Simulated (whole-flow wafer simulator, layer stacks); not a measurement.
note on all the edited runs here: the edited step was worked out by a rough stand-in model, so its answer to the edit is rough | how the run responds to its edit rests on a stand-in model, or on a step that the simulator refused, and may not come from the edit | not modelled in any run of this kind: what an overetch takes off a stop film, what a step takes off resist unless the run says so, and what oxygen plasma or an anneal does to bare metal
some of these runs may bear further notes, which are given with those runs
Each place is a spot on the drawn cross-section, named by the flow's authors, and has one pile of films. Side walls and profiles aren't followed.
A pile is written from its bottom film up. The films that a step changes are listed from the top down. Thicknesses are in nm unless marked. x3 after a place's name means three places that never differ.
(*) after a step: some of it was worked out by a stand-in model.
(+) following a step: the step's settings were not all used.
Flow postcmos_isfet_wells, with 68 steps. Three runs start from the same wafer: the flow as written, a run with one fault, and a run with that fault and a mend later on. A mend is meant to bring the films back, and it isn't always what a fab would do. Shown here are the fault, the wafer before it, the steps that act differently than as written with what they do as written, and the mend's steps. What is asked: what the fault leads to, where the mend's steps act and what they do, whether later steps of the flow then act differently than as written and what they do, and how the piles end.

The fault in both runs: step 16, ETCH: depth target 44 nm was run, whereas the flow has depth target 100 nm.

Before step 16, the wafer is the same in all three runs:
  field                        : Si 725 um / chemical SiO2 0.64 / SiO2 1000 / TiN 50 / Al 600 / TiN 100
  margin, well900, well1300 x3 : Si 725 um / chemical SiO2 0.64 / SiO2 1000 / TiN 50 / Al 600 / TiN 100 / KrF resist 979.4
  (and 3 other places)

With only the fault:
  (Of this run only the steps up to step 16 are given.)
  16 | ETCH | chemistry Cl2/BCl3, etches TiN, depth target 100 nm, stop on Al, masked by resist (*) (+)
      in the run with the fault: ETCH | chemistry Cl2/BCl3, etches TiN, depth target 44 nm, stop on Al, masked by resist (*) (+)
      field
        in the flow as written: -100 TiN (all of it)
        in the run with the fault: -44 TiN
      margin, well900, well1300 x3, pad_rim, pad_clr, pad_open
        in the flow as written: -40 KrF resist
        in the run with the fault: -17.6 KrF resist
  Once step 16 is done, the piles at field, margin, well900, well1300 x3, pad_rim, pad_clr, pad_open depart from the flow's by more than 2% or 0.5 nm, whichever is larger.
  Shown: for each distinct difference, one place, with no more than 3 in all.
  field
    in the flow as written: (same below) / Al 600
    in the run with the fault: (same below) / Al 600 / TiN 56
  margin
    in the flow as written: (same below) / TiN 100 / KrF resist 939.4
    in the run with the fault: (same below) / TiN 100 / KrF resist 961.8

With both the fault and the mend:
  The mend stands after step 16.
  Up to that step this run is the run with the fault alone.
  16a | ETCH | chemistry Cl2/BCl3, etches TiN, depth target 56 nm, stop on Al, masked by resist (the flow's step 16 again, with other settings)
      margin, well900, well1300 x3, pad_rim, pad_clr, pad_open
        -22.4 KrF resist
      field
        -56 TiN (all of it)
  Later steps of the flow that are run all act as written at every place that is followed.
  By the end, the piles equal the flow's at every place that both follow.
